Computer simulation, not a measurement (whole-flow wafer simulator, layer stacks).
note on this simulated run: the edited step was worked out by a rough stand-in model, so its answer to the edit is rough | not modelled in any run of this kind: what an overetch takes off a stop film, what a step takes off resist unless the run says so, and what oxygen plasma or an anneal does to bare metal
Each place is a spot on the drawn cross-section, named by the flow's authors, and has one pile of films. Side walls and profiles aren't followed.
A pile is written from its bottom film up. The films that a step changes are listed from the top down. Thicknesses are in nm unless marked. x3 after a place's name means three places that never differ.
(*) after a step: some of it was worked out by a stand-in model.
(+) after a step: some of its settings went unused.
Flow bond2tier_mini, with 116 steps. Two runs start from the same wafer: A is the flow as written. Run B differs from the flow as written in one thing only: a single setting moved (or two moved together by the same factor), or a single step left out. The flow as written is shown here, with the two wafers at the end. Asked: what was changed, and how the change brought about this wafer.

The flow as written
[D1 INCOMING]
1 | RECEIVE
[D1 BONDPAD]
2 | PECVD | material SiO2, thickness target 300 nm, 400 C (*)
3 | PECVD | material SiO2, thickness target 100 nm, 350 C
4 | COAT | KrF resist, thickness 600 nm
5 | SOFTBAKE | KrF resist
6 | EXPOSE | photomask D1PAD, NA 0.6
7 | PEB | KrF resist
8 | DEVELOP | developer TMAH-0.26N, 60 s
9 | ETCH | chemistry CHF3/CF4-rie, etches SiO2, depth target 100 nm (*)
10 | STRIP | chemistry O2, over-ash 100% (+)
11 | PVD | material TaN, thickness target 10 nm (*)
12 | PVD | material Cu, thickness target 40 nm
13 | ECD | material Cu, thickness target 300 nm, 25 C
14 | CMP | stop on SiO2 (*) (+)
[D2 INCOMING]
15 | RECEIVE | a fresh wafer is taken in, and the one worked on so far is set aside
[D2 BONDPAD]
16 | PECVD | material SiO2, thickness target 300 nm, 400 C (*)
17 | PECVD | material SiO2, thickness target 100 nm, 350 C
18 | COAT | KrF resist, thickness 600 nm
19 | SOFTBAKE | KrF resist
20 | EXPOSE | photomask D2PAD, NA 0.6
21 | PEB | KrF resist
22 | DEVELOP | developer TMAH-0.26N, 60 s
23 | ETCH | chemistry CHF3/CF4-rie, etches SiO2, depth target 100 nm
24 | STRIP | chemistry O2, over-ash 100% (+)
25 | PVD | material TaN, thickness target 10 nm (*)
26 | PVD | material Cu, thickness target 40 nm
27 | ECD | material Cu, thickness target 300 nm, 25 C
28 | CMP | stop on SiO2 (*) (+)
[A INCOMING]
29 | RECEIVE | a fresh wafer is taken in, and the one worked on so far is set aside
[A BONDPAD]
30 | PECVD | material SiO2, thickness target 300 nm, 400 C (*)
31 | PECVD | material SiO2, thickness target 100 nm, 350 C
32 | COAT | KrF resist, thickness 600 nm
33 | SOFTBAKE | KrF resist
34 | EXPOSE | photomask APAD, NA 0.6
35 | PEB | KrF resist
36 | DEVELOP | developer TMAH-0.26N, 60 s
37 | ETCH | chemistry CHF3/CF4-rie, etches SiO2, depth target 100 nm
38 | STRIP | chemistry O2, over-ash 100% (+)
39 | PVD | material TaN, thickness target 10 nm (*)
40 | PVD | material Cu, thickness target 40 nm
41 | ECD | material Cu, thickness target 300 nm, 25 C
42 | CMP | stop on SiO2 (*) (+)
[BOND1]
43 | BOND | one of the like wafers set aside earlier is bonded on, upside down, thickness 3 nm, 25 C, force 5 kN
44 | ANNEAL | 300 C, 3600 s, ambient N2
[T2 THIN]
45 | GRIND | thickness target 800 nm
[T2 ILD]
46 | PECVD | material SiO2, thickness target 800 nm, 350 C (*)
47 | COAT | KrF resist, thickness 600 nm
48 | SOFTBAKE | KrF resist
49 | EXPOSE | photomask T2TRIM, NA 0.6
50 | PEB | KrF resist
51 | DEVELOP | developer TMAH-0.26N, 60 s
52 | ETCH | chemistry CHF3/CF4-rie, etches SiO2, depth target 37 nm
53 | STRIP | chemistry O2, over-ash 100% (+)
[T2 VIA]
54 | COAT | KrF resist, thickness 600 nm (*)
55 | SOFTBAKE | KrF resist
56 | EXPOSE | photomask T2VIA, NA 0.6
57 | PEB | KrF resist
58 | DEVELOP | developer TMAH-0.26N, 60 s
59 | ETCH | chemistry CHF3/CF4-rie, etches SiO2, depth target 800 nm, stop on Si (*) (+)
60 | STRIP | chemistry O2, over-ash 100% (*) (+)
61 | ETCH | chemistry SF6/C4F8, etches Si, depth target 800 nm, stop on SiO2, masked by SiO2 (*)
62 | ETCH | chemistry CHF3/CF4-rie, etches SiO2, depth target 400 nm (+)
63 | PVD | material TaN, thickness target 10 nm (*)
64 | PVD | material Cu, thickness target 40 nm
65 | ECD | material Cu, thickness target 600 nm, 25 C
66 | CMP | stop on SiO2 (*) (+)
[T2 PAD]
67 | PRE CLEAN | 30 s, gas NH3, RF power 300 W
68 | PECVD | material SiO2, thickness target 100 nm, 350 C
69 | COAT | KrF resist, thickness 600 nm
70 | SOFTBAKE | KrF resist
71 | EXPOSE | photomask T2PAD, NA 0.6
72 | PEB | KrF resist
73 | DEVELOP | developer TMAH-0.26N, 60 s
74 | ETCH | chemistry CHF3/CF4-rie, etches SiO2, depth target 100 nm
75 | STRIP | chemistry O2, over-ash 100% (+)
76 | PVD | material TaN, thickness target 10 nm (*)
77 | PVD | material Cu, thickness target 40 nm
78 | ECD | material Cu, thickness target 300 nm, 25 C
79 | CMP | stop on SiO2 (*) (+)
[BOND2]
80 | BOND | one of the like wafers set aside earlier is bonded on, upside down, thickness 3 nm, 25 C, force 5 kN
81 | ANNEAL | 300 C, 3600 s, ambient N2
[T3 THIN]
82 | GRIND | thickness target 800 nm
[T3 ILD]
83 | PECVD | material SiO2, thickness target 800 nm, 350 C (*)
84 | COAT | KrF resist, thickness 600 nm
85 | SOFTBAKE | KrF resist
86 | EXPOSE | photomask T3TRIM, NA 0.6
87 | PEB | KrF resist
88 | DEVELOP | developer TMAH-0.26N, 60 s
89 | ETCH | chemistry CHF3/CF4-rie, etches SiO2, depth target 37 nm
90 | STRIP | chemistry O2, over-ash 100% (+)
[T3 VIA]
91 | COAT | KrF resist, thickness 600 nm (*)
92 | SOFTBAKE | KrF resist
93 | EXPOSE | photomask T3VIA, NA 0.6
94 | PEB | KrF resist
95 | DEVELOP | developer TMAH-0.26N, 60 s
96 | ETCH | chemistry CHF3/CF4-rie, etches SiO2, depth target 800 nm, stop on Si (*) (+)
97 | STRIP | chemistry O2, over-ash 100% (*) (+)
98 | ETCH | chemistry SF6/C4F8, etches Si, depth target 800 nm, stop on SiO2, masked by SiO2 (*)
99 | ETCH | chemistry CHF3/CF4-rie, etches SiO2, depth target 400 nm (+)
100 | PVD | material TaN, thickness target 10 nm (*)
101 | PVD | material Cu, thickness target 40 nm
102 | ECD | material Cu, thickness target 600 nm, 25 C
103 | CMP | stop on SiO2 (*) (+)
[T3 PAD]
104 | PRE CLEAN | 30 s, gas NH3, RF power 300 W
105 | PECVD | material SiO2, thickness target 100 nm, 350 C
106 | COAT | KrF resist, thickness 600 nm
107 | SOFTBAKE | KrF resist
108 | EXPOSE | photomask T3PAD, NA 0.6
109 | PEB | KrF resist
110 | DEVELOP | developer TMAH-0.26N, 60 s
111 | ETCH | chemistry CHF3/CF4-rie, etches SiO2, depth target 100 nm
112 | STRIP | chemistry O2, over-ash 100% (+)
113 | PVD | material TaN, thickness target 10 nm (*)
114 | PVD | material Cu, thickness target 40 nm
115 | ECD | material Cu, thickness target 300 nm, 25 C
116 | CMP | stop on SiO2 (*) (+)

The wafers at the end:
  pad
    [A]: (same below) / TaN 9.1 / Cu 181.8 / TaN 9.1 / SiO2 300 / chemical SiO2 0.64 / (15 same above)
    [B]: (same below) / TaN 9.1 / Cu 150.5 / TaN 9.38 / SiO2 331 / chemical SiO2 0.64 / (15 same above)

The reason: step 9, ETCH: depth target 69 nm was run, while the flow as written has depth target 100 nm.

The path from the change to this, step by step:
  9 | ETCH | chemistry CHF3/CF4-rie, etches SiO2, depth target 100 nm (*)
      pad, via: A -100 SiO2 | B -69 SiO2
      field: A -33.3 KrF resist | B -23 KrF resist
  12 | PVD | material Cu, thickness target 40 nm
      pad: A +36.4 Cu (new film) | B +37.5 Cu (new film)
  13 | ECD | material Cu, thickness target 300 nm, 25 C
      pad: A +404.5 Cu | B +372.1 Cu
      via: A +400.2 Cu | B +369.1 Cu
  43 | BOND | one of the like wafers set aside earlier is bonded on, upside down, thickness 3 nm, 25 C, force 5 kN
      pad: A +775 um Si (new film), +0.64 chemical SiO2 (new film), +300 SiO2 (new film), +9.1 TaN (new film), +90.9 Cu | B +775 um Si (new film), +0.64 chemical SiO2 (new film), +331 SiO2 (new film), +9.38 TaN (new film), +59.6 Cu
      via: A +775 um Si (new film), +0.64 chemical SiO2 (new film), +300 SiO2 (new film), +9.97 TaN (new film), +90 Cu | B +775 um Si (new film), +0.64 chemical SiO2 (new film), +331 SiO2 (new film), +9.99 TaN (new film), +59 Cu
